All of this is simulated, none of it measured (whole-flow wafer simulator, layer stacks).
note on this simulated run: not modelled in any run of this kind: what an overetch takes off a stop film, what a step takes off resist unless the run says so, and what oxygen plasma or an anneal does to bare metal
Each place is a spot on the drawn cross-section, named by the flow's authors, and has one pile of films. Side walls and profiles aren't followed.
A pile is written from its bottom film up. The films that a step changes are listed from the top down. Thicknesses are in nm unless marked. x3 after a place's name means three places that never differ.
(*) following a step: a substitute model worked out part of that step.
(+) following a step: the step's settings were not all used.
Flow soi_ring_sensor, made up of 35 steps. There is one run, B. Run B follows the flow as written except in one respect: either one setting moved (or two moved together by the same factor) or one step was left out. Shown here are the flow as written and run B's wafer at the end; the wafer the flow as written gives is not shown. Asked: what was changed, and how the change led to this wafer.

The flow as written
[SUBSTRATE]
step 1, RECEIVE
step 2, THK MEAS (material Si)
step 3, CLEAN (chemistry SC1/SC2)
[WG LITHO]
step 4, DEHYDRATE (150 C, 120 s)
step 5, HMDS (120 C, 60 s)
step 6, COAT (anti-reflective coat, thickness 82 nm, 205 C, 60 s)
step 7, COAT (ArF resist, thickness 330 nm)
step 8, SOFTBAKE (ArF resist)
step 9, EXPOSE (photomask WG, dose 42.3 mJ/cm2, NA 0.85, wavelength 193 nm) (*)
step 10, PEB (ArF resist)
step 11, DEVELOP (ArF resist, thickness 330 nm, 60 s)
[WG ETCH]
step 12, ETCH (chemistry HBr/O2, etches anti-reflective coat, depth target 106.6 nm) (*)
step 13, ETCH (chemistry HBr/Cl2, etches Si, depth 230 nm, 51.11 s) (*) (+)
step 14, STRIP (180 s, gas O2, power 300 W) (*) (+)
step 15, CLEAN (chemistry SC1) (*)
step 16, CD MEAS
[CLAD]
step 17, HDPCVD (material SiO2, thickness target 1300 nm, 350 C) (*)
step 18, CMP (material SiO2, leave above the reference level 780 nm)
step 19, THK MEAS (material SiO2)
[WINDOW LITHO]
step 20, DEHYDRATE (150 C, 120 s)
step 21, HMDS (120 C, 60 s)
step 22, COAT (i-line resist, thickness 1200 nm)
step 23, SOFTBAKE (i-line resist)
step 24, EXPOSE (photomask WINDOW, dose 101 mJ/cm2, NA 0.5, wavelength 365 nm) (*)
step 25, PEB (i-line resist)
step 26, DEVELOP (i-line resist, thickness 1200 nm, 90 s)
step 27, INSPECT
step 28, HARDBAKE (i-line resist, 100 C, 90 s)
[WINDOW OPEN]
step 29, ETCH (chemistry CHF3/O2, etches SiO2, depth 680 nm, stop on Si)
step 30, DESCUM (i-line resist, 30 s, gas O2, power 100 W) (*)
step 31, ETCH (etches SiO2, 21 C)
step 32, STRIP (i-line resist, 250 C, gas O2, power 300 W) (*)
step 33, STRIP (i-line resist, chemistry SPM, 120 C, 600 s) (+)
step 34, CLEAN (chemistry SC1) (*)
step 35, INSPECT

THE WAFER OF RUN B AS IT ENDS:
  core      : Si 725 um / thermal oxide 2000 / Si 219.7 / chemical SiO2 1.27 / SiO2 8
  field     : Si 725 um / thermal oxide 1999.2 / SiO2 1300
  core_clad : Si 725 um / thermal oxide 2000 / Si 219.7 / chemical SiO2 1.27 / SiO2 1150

The reason: step 18, CMP: leave above the reference level 1150 nm was run, while the flow as written has leave above the reference level 780 nm.
One can read it off the wafer: core_clad has SiO2 1150, and step 18 as written asks for 780 nm.

How this came from the change, step by step:
  step 18, CMP (material SiO2, leave above the reference level 780 nm)
      gap, window, field, gap_clad: nothing (in the flow as written it would be: SiO2 loses 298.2)
      core, core_clad: SiO2 loses 150 (in the flow as written it would be: SiO2 loses 520)
  step 22, COAT (i-line resist, thickness 1200 nm)
      core, core_clad: i-line resist gains 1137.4 (new film) (in the flow as written it would be: i-line resist gains 1200 (new film))
  step 23, SOFTBAKE (i-line resist)
      core, core_clad: i-line resist loses 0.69 (in the flow as written it would be: nothing)
      gap, gap_clad: i-line resist loses 0.88 (in the flow as written it would be: nothing)
  step 25, PEB (i-line resist)
      core, core_clad: i-line resist loses 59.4 (in the flow as written it would be: i-line resist loses 62.8)
  step 26, DEVELOP (i-line resist, thickness 1200 nm, 90 s)
      core: i-line resist loses 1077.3 (all of it) (in the flow as written it would be: i-line resist loses 1137.2 (all of it))
  step 31, ETCH (etches SiO2, 21 C)
      core: SiO2 loses 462 (in the flow as written it would be: SiO2 loses 100 (all of it), chemical SiO2 loses 1.27 (all of it))
  step 32, STRIP (i-line resist, 250 C, gas O2, power 300 W) (*)
      core: nothing (in the flow as written it would be: chemical SiO2 gains 1.23 (new film), Si loses 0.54)
      core_clad: i-line resist loses 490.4 (all of it) (in the flow as written it would be: i-line resist loses 550.1 (all of it))
